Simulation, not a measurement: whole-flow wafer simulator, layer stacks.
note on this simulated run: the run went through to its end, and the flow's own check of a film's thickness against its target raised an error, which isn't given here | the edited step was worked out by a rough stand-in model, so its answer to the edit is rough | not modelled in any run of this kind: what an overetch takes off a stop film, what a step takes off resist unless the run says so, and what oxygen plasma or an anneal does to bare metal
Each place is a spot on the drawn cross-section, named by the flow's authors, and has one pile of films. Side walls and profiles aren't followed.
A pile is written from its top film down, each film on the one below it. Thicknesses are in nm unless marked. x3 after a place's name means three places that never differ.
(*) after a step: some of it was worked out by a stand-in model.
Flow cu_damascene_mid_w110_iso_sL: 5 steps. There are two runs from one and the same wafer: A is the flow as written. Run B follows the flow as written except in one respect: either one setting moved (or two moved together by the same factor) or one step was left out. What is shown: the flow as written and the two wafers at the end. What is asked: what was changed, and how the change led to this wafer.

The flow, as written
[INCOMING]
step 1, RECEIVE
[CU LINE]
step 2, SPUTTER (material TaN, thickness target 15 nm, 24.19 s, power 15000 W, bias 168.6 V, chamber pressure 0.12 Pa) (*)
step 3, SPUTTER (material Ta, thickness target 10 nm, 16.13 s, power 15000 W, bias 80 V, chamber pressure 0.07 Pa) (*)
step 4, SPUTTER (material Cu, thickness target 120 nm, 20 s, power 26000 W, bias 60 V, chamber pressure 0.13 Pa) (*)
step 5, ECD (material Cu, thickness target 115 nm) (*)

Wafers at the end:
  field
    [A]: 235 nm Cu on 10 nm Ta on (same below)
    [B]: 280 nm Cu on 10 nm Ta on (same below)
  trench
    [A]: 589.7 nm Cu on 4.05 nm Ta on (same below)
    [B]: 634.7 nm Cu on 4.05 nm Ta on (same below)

Cause: step 4, SPUTTER: thickness target 165 nm was run, while the flow as written has thickness target 120 nm; step 4, SPUTTER: 27.5 s was run, where the flow has 20 s.

How this came from the change, step by step:
  step 4, SPUTTER (material Cu, thickness target 120 nm, 20 s, power 26000 W, bias 60 V, chamber pressure 0.13 Pa) (*)
      field: A +120 Cu (new film) | B +165 Cu (new film)
      trench: A +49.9 Cu (new film) | B +68.7 Cu (new film)
  step 5, ECD (material Cu, thickness target 115 nm) (*)
      trench: A +539.8 Cu | B +566.1 Cu
